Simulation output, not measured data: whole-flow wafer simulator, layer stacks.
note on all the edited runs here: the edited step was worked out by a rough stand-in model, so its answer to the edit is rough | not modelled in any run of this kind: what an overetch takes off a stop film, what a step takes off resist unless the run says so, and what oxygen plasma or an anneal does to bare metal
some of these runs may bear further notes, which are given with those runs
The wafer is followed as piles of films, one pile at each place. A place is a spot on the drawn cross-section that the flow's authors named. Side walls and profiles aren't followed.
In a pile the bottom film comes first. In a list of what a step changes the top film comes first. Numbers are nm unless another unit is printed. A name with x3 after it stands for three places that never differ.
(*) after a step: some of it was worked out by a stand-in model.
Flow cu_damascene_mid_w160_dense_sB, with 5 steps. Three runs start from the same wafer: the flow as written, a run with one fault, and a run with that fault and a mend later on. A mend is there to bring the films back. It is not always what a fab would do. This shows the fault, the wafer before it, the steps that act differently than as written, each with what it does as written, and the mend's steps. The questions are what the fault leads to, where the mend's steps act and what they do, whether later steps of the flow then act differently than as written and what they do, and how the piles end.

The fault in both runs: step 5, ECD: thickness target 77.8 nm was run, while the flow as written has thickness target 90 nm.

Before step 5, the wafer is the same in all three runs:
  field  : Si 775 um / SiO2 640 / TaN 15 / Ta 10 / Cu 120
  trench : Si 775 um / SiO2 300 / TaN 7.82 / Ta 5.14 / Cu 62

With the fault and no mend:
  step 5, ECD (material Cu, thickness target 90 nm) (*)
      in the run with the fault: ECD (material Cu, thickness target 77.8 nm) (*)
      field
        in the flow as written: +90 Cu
        in the run with the fault: +77.8 Cu
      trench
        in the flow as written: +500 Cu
        in the run with the fault: +487.8 Cu
  Every later step of the flow that is run acts as written at every place that is followed.
  At field, trench, the piles at the end differ from the flow's by more than 2% or 0.5 nm, whichever is larger.
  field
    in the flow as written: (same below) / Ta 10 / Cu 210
    in the run with the fault: (same below) / Ta 10 / Cu 197.8
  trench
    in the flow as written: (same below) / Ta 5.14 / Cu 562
    in the run with the fault: (same below) / Ta 5.14 / Cu 549.8

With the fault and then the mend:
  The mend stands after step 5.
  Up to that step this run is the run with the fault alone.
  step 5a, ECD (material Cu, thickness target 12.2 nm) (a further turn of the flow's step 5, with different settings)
      field, trench
        +12.2 Cu
  Every later step of the flow that is run acts as written at every place that is followed.
  By the end, the piles equal the flow's at every place that both follow.
